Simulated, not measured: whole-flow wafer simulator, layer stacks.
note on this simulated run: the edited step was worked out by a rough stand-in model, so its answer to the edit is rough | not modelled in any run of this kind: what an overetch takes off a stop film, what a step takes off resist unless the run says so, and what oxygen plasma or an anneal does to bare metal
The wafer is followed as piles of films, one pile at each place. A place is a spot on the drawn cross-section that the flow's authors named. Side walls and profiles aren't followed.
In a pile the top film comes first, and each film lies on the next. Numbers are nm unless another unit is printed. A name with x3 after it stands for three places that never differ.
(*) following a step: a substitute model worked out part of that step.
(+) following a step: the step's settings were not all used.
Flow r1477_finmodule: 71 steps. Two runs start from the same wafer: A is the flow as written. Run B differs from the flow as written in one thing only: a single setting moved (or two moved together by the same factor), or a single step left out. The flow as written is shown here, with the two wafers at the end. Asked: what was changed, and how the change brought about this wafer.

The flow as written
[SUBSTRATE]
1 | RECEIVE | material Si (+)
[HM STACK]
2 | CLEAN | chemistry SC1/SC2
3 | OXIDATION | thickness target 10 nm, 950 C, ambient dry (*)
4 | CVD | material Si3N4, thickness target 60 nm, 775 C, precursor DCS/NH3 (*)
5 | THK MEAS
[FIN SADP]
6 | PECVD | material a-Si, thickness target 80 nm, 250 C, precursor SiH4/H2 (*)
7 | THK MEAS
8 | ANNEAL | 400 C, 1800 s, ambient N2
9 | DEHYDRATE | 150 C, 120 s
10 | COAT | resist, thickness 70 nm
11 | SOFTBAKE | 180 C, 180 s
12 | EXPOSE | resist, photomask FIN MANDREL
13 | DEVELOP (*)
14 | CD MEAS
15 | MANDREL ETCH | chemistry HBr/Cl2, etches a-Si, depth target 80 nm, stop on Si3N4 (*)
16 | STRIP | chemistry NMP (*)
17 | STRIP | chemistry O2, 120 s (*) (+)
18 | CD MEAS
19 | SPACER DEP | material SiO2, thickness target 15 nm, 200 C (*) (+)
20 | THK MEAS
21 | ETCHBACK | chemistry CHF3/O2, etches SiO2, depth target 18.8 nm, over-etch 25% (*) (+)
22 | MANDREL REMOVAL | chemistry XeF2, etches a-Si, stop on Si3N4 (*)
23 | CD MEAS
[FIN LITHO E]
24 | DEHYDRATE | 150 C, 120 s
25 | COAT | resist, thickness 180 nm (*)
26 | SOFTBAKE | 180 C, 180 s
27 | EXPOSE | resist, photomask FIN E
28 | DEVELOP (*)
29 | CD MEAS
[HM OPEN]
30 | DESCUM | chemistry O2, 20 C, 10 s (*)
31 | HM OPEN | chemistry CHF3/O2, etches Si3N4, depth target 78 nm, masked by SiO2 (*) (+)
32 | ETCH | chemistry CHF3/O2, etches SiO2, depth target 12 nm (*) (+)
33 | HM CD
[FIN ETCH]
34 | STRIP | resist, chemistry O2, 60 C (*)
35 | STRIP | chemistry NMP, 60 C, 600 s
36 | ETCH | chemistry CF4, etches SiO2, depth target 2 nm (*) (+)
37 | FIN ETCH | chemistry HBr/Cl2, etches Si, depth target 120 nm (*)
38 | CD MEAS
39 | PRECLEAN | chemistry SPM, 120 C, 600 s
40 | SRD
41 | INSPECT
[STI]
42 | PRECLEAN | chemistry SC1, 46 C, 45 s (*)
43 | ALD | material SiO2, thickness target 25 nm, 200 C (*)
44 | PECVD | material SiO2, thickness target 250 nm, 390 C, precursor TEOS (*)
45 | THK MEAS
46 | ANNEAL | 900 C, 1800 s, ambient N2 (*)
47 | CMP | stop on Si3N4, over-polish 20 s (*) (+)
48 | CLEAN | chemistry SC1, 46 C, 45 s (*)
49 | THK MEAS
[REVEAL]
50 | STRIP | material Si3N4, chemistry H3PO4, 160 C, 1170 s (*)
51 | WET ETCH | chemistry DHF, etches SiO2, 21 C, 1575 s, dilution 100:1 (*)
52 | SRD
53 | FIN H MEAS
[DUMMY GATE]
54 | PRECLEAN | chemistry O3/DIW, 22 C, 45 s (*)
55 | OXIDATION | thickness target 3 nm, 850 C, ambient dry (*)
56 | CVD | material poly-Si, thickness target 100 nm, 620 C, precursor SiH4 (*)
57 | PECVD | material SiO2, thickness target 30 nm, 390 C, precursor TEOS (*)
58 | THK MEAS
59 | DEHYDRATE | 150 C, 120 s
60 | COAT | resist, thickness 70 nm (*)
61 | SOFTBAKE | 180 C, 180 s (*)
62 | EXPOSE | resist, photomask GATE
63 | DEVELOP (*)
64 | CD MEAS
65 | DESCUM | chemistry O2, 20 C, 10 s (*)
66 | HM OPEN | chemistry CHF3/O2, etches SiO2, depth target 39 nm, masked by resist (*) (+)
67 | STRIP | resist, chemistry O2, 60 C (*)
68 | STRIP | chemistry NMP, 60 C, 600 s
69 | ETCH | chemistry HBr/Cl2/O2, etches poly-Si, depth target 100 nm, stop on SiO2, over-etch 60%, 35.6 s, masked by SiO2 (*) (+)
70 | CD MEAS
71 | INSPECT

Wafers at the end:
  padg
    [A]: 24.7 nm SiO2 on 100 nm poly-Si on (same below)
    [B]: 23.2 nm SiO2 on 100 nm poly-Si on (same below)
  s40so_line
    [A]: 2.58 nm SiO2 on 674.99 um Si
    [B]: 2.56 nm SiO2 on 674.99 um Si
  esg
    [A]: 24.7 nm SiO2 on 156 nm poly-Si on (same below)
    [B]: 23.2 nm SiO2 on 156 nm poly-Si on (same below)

What caused this: step 57, PECVD: thickness target 28.5 nm was run, though the flow has thickness target 30 nm.

How this came from the change, step by step:
  57 | PECVD | material SiO2, thickness target 30 nm, 390 C, precursor TEOS (*)
      pad, padg, elg and 33 more: A +30 SiO2 (new film) | B +28.5 SiO2 (new film)
  66 | HM OPEN | chemistry CHF3/O2, etches SiO2, depth target 39 nm, masked by resist (*) (+)
      pad, elo, eso and 15 more: A -30 SiO2 (all of it), -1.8 poly-Si | B -28.5 SiO2 (all of it), -2.1 poly-Si
